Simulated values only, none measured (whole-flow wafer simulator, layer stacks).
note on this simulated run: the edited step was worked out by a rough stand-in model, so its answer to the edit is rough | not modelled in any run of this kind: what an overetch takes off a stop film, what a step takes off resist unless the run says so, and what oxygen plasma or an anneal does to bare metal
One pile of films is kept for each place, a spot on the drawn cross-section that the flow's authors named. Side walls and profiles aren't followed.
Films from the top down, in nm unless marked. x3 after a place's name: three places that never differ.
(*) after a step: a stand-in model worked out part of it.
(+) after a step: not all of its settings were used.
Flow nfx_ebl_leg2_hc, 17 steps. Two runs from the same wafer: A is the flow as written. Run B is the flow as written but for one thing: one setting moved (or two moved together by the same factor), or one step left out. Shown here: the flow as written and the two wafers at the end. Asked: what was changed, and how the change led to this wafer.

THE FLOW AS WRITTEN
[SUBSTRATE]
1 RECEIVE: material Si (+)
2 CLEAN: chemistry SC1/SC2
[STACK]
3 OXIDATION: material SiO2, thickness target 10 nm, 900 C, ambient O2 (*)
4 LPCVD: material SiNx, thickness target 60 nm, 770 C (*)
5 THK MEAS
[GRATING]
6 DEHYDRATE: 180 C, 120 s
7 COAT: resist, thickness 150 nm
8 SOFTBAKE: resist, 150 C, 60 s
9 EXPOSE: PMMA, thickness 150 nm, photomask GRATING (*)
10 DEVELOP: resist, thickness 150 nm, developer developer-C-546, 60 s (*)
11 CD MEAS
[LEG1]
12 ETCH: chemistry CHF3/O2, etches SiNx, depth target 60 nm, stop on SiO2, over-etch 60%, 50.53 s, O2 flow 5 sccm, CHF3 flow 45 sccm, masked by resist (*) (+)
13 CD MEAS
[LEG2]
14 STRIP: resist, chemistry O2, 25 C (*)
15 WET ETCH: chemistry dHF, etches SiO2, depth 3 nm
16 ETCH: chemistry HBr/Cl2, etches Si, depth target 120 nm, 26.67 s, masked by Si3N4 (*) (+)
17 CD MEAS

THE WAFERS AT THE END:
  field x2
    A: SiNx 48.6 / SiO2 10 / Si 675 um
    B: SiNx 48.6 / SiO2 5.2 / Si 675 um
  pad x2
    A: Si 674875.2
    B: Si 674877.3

The cause: step 3, OXIDATION: thickness target 5.2 nm was run, where the flow has thickness target 10 nm.
It can be read off the wafer: field x2 has SiO2 5.2, and step 3 as written asks for 10 nm.

How the change led to this, step by step:
  3 OXIDATION: material SiO2, thickness target 10 nm, 900 C, ambient O2 (*)
      field x2, pad x2: A SiO2 +10 (new film), chemical SiO2 -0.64 (all of it), Si -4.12 | B SiO2 +5.2 (new film), chemical SiO2 -0.64 (all of it), Si -2
  12 ETCH: chemistry CHF3/O2, etches SiNx, depth target 60 nm, stop on SiO2, over-etch 60%, 50.53 s, O2 flow 5 sccm, CHF3 flow 45 sccm, masked by resist (*) (+)
      pad x2: A SiNx -60 (all of it), SiO2 -10 (all of it) | B SiNx -60 (all of it), SiO2 -5.2 (all of it)
